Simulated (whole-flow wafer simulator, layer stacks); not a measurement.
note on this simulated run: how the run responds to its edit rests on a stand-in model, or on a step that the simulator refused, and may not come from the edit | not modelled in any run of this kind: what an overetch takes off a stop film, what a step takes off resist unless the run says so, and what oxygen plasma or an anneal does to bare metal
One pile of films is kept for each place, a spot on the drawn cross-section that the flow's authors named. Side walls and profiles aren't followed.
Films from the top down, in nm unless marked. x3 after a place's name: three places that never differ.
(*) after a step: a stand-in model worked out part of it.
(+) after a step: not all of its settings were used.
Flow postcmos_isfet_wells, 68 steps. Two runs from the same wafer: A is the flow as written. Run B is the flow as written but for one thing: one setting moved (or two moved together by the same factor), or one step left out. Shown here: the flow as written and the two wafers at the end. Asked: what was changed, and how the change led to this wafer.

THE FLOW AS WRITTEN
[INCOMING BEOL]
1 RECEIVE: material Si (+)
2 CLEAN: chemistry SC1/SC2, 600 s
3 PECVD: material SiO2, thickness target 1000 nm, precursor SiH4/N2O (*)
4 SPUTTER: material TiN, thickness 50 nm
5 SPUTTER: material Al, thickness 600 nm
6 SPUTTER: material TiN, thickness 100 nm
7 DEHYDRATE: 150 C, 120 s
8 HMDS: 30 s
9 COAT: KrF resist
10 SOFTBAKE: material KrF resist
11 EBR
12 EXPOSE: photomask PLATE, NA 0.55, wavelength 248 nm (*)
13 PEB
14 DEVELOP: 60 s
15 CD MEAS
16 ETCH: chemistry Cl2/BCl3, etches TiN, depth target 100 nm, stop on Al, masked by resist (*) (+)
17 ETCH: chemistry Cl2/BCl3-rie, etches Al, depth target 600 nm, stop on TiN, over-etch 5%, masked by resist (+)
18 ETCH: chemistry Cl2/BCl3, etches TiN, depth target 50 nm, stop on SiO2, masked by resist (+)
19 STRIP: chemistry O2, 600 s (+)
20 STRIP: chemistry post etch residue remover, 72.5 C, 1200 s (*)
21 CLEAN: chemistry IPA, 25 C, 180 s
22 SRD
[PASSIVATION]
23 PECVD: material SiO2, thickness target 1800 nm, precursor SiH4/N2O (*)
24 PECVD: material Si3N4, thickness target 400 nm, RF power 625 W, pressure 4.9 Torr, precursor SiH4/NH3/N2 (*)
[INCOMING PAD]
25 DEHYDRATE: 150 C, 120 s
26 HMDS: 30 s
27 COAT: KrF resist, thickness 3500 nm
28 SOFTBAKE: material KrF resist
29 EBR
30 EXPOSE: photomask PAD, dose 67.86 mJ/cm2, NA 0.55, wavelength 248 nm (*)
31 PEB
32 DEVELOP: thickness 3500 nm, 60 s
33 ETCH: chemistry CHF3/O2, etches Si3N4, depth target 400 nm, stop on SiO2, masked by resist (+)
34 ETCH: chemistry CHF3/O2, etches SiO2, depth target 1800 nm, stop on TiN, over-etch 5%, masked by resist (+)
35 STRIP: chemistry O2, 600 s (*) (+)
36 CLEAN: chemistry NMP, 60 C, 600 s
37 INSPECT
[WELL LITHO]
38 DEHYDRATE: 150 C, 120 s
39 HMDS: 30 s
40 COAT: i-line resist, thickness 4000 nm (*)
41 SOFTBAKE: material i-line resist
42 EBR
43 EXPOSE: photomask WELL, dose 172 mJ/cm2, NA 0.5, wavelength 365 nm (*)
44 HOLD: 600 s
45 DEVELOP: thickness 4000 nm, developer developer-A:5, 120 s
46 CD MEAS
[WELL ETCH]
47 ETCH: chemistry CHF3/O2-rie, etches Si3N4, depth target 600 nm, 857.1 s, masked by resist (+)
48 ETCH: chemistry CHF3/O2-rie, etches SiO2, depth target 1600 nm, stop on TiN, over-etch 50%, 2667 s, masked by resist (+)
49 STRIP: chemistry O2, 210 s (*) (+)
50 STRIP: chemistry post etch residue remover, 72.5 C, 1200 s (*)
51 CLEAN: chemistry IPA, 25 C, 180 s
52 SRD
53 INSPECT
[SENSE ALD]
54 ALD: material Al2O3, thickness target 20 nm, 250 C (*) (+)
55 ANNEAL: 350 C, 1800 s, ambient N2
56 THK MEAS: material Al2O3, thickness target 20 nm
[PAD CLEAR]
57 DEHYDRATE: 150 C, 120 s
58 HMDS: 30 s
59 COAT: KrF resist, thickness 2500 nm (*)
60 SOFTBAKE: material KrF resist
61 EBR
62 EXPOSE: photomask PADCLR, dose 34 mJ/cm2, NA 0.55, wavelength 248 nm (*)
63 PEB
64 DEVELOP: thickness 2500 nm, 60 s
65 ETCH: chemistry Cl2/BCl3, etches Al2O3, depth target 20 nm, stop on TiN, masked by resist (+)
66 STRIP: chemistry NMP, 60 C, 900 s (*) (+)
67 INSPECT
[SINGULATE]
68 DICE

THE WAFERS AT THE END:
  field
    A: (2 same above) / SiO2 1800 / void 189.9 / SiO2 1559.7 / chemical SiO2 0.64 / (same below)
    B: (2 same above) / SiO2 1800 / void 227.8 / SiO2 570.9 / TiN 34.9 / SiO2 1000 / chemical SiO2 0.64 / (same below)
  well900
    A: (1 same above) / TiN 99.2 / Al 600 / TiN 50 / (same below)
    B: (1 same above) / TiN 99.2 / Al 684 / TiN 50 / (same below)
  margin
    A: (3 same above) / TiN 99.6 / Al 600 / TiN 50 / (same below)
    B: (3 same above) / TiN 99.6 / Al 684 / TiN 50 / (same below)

The cause: step 5, SPUTTER: thickness 684 nm was run, where the flow has thickness 600 nm.
It can be read off the wafer: well900 has Al 684, and step 5 as written asks for 600 nm.

How the change led to this, step by step:
  5 SPUTTER: material Al, thickness 600 nm
      field, margin, well900, well1300 x3, pad_rim, pad_clr, pad_open: A Al +600 (new film) | B Al +684 (new film)
  17 ETCH: chemistry Cl2/BCl3-rie, etches Al, depth target 600 nm, stop on TiN, over-etch 5%, masked by resist (+)
      field: A Al -600 (all of it) | B Al -600
  18 ETCH: chemistry Cl2/BCl3, etches TiN, depth target 50 nm, stop on SiO2, masked by resist (+)
      field: A TiN -50 (all of it) | B Al -84 (all of it), TiN -14.7
  23 PECVD: material SiO2, thickness target 1800 nm, precursor SiH4/N2O (*)
      field: A SiO2 +1800 (new film), void +189.9 (new film), SiO2 +559.7 | B SiO2 +1800 (new film), void +227.8 (new film), SiO2 +570.9 (new film)
Counting metal films that touch as one body, field has 1 body; the flow as written gives 0 bodies.
